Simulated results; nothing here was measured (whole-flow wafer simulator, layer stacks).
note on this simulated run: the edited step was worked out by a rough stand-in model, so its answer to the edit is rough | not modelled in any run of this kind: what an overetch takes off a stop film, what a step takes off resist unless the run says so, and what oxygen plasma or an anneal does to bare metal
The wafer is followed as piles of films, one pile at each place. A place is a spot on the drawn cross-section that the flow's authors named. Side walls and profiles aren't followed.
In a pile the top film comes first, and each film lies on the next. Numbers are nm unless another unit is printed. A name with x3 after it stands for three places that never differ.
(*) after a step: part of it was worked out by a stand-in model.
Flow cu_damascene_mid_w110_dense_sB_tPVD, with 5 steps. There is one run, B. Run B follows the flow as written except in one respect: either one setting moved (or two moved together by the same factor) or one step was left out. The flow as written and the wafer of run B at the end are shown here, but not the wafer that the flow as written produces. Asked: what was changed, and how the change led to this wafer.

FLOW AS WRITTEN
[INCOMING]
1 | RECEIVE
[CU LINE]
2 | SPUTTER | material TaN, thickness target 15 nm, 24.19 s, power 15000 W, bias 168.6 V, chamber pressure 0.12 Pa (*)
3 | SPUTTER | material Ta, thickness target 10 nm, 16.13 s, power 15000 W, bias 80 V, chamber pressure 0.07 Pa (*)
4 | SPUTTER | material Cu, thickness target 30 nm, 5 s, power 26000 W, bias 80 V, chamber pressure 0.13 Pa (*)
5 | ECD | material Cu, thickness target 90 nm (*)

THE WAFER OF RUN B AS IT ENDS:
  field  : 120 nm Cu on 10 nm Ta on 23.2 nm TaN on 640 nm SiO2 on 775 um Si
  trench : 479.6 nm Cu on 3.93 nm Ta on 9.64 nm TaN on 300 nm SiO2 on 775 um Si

What caused this: step 2, SPUTTER: thickness target 23.2 nm was run, while the flow as written has thickness target 15 nm.
The wafer lets one read it off: field has TaN 23.2, and step 2 as written asks for 15 nm.

How this came from the change, step by step:
  2 | SPUTTER | material TaN, thickness target 15 nm, 24.19 s, power 15000 W, bias 168.6 V, chamber pressure 0.12 Pa (*)
      field: TaN gains 23.2 (new film) (it would be, as written: TaN gains 15 (new film))
      trench: TaN gains 9.64 (new film) (it would be, as written: TaN gains 6.23 (new film))
